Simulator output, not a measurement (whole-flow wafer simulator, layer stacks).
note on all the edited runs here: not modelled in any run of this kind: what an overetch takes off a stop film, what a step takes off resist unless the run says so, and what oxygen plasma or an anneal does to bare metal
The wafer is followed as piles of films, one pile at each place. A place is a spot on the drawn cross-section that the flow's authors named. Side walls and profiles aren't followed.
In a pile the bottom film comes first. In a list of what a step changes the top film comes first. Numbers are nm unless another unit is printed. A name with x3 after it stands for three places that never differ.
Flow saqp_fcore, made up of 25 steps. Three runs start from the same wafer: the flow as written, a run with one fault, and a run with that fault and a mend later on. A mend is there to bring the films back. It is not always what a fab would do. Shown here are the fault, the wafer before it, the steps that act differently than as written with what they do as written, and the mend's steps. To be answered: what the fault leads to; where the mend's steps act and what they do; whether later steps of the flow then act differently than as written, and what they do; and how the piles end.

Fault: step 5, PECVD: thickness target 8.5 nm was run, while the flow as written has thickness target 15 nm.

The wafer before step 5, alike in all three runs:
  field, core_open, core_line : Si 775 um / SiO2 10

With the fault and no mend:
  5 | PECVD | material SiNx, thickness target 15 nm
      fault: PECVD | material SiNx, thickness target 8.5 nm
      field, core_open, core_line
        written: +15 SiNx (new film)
        fault: +8.5 SiNx (new film)
  Every later step of the flow that is run acts as written at every place that is followed.
  At field, core_open, core_line, the piles at the end differ from the flow's by more than 2% or 0.5 nm, whichever is larger.
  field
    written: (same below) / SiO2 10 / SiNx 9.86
    fault: (same below) / SiO2 10 / SiNx 3.36
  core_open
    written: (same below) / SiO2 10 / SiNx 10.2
    fault: (same below) / SiO2 10 / SiNx 3.68
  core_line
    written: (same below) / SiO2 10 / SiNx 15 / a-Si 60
    fault: (same below) / SiO2 10 / SiNx 8.5 / a-Si 60

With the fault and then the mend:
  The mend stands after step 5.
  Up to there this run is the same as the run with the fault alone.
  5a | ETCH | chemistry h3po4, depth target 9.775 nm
      field, core_open, core_line
        -8.5 SiNx (all of it)
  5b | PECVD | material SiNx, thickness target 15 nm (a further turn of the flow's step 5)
      field, core_open, core_line
        +15 SiNx (new film)
  Every later step of the flow that is run acts as written at every place that is followed.
  The piles end the same as the flow's at every place that both follow.
